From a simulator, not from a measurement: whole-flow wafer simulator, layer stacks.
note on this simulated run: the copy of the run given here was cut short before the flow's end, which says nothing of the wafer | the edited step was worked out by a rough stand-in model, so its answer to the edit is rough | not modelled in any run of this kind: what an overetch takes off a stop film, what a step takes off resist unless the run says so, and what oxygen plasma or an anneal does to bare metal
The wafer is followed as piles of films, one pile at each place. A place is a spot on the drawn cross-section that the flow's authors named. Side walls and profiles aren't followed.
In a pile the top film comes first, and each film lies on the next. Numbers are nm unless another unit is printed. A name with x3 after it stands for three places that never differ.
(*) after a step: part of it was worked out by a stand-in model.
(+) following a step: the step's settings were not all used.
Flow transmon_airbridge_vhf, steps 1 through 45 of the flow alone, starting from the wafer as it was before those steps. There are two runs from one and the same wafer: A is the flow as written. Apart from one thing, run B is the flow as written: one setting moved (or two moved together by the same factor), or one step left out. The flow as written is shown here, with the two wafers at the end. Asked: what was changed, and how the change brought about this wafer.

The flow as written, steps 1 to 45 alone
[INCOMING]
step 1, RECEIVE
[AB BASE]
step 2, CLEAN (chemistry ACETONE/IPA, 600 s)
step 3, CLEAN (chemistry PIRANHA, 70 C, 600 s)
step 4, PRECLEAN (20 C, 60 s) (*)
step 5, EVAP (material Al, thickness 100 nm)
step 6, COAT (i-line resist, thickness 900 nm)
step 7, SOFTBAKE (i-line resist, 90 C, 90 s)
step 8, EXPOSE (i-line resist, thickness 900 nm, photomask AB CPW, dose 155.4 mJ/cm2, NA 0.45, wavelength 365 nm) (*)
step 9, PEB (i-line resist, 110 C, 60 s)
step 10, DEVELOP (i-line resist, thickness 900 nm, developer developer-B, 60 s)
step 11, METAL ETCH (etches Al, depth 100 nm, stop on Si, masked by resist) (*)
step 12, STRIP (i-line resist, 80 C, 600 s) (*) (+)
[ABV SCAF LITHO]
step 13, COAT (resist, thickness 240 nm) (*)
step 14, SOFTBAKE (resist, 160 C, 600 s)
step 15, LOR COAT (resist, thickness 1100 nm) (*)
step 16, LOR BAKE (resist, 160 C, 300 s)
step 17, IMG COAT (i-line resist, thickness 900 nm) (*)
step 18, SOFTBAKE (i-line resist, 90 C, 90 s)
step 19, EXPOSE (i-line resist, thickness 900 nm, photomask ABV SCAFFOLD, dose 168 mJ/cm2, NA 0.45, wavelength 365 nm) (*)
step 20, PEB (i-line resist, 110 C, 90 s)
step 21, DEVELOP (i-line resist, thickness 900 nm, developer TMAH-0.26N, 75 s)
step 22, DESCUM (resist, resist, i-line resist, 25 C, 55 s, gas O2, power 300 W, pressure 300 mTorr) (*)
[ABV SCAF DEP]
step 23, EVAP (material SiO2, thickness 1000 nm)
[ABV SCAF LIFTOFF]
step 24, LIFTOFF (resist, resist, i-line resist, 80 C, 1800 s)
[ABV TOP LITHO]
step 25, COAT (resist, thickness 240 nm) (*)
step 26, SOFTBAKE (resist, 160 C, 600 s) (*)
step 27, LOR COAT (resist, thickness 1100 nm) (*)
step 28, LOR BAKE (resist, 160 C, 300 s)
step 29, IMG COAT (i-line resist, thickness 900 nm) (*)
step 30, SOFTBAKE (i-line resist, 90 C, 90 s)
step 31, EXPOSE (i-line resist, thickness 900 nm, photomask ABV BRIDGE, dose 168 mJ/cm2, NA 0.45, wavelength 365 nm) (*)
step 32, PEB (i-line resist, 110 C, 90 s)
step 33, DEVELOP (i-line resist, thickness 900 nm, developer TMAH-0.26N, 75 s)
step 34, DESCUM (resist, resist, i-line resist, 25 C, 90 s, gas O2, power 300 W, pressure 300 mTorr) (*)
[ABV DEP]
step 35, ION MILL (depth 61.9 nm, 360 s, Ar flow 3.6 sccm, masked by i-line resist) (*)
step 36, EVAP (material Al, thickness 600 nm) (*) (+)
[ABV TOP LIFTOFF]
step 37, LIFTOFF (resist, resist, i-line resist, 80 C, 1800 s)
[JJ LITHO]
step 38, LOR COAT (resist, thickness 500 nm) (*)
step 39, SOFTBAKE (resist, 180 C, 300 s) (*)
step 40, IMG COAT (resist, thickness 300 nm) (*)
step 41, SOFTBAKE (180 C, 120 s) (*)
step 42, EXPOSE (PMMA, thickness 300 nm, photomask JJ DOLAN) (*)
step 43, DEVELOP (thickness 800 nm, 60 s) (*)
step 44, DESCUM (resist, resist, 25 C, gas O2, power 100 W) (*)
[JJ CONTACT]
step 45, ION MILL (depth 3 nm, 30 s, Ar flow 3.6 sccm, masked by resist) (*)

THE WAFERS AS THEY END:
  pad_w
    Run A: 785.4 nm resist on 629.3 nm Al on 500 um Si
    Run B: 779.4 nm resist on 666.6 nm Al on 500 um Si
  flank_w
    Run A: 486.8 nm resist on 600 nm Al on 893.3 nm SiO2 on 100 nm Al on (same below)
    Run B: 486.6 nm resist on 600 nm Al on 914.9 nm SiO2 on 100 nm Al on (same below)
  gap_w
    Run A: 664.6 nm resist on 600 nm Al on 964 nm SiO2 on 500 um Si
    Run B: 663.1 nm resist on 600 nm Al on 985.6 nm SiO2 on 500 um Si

What caused this: step 35, ION MILL: 144 s was run, though the flow has 360 s.

How this came from the change, step by step:
  step 35, ION MILL (depth 61.9 nm, 360 s, Ar flow 3.6 sccm, masked by i-line resist) (*)
      field x3, jj_line, ground_far, trace_open_s x2, margin_s, margin_n: A -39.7 i-line resist | B -15.9 i-line resist
      flank_w, gap_w, cpw_trace, gap_e, flank_e, bridge_strip: A -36 SiO2 | B -14.4 SiO2
      (as well as at 2 more places)
  step 37, LIFTOFF (resist, resist, i-line resist, 80 C, 1800 s)
      field x3, jj_line, trace_open_s x2: A -600 Al (all of it), -600 i-line resist (all of it), -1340 resist (all of it) | B -600 Al (all of it), -623.8 i-line resist (all of it), -1340 resist (all of it)
      margin_s, margin_n: A -600 Al (all of it), -318.3 i-line resist (all of it), -992 resist (all of it) | B -600 Al (all of it), -342.1 i-line resist (all of it), -992 resist (all of it)
      (as well as at 1 more place)
